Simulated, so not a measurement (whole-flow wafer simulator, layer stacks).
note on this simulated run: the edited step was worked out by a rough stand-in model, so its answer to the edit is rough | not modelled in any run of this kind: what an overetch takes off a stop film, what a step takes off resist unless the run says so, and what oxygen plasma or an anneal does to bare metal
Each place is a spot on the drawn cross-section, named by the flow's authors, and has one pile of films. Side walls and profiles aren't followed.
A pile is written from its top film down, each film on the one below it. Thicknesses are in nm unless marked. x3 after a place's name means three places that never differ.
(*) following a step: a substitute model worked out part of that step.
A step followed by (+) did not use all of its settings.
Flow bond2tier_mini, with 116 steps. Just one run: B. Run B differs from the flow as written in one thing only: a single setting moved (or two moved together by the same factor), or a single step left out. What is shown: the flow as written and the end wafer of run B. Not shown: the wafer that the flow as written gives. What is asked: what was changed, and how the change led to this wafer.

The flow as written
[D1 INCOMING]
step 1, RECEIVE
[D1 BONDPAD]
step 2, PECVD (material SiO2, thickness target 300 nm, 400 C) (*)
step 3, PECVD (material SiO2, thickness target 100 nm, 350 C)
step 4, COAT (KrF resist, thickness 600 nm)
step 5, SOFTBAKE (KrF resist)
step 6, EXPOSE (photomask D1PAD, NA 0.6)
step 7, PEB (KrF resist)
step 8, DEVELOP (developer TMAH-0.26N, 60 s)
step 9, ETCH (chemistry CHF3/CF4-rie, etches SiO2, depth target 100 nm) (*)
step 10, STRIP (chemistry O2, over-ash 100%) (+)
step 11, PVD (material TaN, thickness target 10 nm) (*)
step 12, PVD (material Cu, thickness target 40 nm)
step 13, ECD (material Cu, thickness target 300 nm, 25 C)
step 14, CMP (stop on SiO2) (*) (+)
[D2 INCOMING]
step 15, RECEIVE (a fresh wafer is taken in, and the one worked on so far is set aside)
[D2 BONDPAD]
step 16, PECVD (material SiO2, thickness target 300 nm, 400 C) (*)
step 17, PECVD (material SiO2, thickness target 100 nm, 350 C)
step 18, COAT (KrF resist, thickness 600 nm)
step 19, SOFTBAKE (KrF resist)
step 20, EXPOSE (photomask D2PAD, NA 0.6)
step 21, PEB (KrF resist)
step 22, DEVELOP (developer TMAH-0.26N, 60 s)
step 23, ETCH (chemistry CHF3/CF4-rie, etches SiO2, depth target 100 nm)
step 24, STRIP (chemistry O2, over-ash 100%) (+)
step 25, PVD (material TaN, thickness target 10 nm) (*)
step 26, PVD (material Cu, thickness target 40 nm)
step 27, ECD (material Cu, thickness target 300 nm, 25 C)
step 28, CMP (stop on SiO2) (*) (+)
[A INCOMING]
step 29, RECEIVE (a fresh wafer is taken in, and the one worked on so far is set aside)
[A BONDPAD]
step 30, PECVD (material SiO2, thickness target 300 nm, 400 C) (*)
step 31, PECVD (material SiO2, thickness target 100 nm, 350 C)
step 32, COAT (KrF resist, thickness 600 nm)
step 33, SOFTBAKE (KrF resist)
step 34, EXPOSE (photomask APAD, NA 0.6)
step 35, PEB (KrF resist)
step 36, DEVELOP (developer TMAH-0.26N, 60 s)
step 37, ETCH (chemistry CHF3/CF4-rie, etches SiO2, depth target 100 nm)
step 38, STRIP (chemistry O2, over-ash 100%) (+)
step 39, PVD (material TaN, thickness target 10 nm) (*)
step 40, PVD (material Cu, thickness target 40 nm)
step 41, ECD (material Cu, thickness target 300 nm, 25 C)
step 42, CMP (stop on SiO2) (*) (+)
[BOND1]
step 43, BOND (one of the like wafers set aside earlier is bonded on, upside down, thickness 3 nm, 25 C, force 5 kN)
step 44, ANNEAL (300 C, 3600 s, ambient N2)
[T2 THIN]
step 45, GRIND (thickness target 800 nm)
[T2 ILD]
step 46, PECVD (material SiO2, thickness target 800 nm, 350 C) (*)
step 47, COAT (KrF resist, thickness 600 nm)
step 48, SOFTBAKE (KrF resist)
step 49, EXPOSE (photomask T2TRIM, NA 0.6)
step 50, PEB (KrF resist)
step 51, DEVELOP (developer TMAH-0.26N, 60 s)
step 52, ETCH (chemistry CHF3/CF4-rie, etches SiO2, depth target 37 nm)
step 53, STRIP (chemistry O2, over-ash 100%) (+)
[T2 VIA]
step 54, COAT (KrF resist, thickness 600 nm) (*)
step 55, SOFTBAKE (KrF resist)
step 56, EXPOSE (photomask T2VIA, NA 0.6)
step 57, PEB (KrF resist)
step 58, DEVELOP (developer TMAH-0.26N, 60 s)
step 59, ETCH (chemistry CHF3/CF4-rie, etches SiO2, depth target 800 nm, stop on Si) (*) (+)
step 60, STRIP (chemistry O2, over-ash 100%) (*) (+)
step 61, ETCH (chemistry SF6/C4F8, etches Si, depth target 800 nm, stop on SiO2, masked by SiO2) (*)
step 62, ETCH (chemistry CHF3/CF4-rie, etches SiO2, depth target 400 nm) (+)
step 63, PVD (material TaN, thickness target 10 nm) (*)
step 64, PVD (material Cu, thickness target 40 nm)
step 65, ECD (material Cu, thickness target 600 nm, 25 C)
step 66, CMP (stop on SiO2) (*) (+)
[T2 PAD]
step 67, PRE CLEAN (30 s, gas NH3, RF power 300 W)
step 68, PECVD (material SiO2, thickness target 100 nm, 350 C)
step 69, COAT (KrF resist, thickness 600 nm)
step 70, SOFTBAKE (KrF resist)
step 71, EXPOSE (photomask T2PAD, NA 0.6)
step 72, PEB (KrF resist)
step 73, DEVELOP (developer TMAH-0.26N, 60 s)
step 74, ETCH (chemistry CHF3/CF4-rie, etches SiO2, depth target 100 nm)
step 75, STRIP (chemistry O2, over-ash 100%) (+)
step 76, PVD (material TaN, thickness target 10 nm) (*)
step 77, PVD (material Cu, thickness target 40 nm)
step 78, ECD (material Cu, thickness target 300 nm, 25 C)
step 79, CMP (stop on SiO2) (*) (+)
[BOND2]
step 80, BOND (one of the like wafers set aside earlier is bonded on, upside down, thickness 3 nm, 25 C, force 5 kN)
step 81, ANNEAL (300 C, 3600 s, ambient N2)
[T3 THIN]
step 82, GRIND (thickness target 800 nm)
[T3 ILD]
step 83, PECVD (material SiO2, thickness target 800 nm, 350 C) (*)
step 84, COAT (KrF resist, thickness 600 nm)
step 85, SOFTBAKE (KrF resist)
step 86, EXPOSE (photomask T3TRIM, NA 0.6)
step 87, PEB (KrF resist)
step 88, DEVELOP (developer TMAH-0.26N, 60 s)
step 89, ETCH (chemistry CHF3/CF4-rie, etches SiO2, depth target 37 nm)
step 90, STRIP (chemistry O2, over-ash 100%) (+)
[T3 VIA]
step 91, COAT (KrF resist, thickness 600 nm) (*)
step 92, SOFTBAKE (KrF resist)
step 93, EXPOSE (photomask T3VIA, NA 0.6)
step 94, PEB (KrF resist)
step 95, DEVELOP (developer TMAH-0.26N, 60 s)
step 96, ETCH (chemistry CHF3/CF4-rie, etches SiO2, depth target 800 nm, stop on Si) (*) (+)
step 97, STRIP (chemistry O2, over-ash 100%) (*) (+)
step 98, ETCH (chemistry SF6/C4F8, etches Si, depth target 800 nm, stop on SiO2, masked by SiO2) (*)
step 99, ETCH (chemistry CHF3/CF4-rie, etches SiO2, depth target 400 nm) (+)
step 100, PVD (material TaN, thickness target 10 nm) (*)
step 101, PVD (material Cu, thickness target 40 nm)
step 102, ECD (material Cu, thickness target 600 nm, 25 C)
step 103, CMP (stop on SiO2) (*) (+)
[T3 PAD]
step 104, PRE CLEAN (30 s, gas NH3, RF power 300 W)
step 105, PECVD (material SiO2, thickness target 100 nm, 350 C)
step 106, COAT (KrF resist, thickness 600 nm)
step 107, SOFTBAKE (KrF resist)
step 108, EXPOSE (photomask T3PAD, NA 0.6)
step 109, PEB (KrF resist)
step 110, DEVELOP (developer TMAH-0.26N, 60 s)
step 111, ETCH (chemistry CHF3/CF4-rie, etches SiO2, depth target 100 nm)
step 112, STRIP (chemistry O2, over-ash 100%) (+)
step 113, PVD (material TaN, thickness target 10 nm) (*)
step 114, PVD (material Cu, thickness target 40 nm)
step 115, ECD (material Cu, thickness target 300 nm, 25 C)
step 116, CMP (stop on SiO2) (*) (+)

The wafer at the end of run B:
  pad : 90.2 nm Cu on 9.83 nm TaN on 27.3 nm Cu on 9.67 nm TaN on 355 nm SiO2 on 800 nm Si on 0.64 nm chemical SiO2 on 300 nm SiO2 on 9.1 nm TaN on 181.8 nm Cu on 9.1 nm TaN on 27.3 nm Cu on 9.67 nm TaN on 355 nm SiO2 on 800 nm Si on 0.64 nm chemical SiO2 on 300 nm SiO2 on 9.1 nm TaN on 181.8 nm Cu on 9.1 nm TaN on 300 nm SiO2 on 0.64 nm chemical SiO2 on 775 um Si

What caused this: step 113, PVD: thickness target 10.8 nm was run, whereas the flow has thickness target 10 nm.

The path from the change to this, step by step:
  step 113, PVD (material TaN, thickness target 10 nm) (*)
      field: TaN gains 10.8 (new film) (as written it would have been: TaN gains 10 (new film))
      pad: TaN gains 9.83 (new film) (as written it would have been: TaN gains 9.1 (new film))
  step 116, CMP (stop on SiO2) (*) (+)
      field: Cu loses 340 (all of it), TaN loses 10.8 (all of it) (as written it would have been: Cu loses 340 (all of it), TaN loses 10 (all of it))
